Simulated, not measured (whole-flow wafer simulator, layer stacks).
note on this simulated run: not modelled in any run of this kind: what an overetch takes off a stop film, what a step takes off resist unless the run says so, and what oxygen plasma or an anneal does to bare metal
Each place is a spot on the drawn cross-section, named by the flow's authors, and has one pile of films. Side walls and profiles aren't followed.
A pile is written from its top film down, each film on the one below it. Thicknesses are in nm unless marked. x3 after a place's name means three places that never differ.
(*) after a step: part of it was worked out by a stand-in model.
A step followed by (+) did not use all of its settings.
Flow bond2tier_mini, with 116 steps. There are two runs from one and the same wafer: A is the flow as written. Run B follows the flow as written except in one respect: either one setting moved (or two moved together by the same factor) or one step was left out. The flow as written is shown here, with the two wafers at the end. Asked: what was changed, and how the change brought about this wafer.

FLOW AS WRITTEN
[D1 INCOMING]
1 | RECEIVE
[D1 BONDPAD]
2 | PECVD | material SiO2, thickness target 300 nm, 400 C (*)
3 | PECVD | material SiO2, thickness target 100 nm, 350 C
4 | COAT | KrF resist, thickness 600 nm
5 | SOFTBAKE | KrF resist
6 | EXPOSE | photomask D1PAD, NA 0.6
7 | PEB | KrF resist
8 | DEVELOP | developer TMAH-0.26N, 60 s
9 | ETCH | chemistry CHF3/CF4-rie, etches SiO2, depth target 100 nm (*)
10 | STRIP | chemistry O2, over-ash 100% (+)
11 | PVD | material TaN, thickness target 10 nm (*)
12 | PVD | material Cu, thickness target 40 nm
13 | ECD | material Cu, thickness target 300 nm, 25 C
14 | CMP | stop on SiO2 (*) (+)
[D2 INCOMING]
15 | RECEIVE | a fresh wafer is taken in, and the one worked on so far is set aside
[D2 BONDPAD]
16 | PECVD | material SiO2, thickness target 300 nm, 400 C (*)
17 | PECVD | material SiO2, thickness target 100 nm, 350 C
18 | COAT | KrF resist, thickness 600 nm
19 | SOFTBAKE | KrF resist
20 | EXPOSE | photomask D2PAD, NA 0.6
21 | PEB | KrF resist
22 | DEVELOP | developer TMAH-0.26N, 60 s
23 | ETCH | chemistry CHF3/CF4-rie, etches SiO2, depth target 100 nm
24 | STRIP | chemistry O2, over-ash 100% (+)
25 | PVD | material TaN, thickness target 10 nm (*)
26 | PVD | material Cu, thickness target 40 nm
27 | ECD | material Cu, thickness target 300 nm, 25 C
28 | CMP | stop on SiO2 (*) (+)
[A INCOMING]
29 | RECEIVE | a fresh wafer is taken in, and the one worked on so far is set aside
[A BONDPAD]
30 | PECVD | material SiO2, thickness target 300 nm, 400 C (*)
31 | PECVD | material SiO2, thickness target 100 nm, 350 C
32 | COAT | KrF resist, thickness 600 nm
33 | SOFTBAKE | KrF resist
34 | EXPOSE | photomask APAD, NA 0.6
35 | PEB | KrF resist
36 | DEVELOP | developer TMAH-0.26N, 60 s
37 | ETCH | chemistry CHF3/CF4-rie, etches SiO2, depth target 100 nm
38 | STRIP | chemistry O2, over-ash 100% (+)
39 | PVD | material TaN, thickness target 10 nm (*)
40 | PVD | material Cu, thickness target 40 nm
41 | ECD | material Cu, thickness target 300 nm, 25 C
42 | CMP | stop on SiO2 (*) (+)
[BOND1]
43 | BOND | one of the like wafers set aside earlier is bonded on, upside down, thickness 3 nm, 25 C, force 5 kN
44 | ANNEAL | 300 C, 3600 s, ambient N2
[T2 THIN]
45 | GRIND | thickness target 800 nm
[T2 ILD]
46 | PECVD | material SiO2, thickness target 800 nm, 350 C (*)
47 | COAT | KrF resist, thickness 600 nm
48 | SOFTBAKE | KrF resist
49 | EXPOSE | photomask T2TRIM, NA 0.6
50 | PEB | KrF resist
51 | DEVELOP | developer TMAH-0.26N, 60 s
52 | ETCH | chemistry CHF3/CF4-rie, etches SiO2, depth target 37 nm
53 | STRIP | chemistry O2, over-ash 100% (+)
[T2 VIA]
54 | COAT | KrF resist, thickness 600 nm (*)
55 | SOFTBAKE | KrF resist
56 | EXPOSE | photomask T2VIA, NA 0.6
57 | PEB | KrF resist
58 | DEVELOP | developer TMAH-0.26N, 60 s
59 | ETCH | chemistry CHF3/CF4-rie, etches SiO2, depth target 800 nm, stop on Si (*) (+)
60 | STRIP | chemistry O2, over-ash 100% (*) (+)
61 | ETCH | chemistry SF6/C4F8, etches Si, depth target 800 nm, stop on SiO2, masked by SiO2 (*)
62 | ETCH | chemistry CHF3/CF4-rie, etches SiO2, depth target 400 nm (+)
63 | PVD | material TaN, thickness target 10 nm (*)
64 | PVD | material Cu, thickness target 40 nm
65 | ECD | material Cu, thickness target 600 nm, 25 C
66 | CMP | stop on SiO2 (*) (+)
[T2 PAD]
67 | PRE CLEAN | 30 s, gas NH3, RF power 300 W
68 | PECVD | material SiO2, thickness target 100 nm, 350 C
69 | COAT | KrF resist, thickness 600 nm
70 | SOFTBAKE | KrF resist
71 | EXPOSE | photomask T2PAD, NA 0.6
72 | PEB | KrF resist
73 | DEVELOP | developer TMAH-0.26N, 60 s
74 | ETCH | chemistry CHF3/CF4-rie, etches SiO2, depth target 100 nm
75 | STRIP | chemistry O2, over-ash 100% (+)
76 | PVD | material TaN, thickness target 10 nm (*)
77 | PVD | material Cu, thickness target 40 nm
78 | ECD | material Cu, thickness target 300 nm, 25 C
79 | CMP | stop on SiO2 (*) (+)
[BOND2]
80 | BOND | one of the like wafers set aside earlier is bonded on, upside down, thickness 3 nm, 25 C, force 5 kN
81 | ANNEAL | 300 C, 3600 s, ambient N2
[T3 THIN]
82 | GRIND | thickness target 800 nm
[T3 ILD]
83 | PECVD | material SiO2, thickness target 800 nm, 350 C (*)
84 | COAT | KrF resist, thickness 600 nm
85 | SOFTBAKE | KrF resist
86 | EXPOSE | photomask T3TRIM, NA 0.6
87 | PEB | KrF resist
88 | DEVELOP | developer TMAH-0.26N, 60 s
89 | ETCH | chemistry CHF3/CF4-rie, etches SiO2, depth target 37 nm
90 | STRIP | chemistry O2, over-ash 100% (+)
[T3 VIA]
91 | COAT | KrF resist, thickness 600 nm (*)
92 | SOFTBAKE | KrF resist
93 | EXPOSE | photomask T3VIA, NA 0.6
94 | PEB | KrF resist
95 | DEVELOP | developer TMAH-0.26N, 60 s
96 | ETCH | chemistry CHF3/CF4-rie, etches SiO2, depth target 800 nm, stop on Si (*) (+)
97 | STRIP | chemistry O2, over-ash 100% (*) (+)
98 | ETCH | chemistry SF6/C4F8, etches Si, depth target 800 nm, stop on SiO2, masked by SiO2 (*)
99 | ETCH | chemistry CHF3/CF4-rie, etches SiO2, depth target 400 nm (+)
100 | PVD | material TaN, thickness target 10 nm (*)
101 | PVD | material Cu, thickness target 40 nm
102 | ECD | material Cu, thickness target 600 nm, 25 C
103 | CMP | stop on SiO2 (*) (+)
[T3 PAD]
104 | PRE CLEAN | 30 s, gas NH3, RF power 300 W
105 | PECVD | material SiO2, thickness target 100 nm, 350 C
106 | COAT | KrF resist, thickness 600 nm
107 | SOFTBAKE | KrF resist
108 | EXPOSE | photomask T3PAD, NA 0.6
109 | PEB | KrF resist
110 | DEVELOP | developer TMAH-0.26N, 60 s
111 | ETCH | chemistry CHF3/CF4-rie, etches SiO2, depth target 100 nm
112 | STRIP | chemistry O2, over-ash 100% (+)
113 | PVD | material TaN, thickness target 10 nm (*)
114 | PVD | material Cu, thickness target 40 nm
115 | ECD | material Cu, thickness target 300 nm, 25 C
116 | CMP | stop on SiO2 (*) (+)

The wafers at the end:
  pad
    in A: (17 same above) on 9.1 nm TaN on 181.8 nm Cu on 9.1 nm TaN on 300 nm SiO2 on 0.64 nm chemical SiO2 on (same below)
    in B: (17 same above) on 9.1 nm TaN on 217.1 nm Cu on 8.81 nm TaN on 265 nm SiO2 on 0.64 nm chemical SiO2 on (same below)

The reason: step 37, ETCH: depth target 135 nm was run, whereas the flow has depth target 100 nm.

Step by step, how the change led to this:
  37 | ETCH | chemistry CHF3/CF4-rie, etches SiO2, depth target 100 nm
      pad, via: A SiO2 loses 100 | B SiO2 loses 135
      field: A KrF resist loses 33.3 | B KrF resist loses 45
  38 | STRIP | chemistry O2, over-ash 100% (+)
      field: A KrF resist loses 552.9 (all of it) | B KrF resist loses 541.3 (all of it)
  40 | PVD | material Cu, thickness target 40 nm
      pad: A Cu gains 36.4 (new film) | B Cu gains 35.2 (new film)
  41 | ECD | material Cu, thickness target 300 nm, 25 C
      pad: A Cu gains 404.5 | B Cu gains 441
      via: A Cu gains 400.2 | B Cu gains 435.4
